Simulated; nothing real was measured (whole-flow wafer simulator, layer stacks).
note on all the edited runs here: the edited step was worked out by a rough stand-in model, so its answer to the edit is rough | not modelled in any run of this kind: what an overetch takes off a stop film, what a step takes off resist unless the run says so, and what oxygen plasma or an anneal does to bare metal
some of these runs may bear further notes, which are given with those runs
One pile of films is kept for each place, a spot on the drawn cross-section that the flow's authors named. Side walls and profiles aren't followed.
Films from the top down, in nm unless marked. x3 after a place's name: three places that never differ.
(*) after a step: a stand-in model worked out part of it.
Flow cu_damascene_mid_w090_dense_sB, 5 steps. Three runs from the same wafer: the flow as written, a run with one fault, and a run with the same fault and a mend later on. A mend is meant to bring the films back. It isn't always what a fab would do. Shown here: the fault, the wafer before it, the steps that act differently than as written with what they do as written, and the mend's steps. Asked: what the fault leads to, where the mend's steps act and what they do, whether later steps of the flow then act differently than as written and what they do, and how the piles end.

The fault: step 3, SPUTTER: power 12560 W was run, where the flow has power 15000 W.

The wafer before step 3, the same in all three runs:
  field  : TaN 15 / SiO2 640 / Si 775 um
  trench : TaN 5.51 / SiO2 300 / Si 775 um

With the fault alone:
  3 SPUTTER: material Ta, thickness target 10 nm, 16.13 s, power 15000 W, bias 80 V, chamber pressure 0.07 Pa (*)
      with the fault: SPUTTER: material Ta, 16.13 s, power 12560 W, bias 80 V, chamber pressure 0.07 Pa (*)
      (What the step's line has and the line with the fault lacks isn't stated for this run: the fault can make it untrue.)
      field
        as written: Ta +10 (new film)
        with the fault: Ta +8.37 (new film)
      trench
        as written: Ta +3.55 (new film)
        with the fault: Ta +2.85 (new film)
  No later step of the flow acts differently than as written, at any place that is followed, by more than 2% or 0.5 nm, whichever is larger.
  At the end the piles differ from the flow's by more than 2% or 0.5 nm, whichever is larger, at field, trench.
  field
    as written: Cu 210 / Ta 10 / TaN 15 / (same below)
    with the fault: Cu 210 / Ta 8.37 / TaN 15 / (same below)
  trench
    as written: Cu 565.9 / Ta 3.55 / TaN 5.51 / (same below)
    with the fault: Cu 565 / Ta 2.85 / TaN 5.51 / (same below)

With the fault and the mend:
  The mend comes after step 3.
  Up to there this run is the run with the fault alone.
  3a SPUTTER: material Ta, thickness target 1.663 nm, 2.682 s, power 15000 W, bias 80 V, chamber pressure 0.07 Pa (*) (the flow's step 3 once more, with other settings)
      field
        Ta +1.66
      trench
        Ta +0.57
  No later step of the flow acts differently than as written, at any place that is followed, by more than 2% or 0.5 nm, whichever is larger.
  At the end the piles differ from the flow's only slightly at the places that both follow, by at most 2% or 0.5 nm, whichever is larger.
